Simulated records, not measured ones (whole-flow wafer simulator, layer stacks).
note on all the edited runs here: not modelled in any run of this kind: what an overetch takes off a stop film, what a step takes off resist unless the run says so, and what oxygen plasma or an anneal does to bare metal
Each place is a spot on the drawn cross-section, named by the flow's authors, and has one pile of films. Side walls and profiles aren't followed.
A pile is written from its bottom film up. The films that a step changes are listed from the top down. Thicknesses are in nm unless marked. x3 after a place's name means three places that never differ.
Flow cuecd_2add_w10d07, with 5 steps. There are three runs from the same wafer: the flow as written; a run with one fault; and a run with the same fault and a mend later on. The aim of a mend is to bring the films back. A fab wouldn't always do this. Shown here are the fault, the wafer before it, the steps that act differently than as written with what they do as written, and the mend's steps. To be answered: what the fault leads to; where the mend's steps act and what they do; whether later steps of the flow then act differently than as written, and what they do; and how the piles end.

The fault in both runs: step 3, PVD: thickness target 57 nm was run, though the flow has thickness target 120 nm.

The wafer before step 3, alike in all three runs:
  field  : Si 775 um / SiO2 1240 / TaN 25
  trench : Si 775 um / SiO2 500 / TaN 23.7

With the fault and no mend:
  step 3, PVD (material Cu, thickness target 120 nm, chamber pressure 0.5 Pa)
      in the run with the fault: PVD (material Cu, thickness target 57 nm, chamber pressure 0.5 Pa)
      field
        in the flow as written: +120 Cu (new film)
        in the run with the fault: +57 Cu (new film)
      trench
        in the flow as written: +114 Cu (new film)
        in the run with the fault: +54.1 Cu (new film)
  None of the later steps of the flow acts differently than as written at any place that is followed.
  At field, trench, the piles at the end differ from the flow's by more than 2% or 0.5 nm, whichever is larger.
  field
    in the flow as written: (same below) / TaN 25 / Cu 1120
    in the run with the fault: (same below) / TaN 25 / Cu 1057
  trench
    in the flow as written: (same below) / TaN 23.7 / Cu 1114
    in the run with the fault: (same below) / TaN 23.7 / Cu 1054.1

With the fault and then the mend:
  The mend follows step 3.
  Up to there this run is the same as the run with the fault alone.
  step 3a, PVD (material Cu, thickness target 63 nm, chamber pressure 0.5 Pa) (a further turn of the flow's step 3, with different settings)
      field
        +63 Cu
      trench
        +59.7 Cu
  None of the later steps of the flow acts differently than as written at any place that is followed.
  At the end the piles are close to the flow's at the places that both follow, differing by at most 2% or 0.5 nm, whichever is larger.
